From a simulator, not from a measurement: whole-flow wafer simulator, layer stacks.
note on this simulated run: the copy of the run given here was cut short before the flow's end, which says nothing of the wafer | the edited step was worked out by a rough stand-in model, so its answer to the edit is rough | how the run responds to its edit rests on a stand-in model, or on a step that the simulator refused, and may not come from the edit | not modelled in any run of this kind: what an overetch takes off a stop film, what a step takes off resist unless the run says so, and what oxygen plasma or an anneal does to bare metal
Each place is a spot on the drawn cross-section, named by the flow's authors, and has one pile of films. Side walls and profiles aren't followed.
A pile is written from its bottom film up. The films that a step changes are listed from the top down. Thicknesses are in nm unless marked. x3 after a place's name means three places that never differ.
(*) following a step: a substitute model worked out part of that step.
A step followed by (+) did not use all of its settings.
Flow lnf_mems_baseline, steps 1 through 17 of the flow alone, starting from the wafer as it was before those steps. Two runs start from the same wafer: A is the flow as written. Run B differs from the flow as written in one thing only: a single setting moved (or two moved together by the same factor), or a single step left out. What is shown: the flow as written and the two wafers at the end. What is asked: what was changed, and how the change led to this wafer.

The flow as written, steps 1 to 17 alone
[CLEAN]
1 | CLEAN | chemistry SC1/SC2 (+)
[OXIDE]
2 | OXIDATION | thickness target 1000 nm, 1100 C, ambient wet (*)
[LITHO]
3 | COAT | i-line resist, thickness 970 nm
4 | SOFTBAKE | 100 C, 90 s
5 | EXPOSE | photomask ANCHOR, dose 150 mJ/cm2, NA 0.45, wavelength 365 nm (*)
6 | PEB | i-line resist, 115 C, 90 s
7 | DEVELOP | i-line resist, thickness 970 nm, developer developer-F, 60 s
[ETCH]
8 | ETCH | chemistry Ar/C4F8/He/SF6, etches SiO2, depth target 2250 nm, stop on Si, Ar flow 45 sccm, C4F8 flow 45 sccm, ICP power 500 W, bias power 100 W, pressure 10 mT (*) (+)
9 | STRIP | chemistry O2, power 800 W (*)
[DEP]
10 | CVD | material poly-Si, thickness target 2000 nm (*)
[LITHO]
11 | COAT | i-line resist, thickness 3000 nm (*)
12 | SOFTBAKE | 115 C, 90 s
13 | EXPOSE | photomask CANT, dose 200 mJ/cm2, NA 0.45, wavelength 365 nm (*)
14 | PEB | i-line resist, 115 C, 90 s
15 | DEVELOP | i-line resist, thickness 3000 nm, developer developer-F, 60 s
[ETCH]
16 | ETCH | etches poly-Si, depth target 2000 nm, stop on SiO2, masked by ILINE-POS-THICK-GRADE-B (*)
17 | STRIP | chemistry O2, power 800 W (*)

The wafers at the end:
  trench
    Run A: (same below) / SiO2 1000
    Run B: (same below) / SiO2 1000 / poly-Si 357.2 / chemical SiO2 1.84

The reason: step 16, ETCH: depth target 1642 nm was run, though the flow has depth target 2000 nm.

Step by step, how the change led to this:
  16 | ETCH | etches poly-Si, depth target 2000 nm, stop on SiO2, masked by ILINE-POS-THICK-GRADE-B (*)
      trench, char_slit: A poly-Si loses 2000 (all of it) | B poly-Si loses 1642
      field, anchor, beam: A i-line resist loses 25 | B i-line resist loses 20.5
  17 | STRIP | chemistry O2, power 800 W (*)
      trench, char_slit: A nothing | B chemical SiO2 gains 1.84 (new film), poly-Si loses 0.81
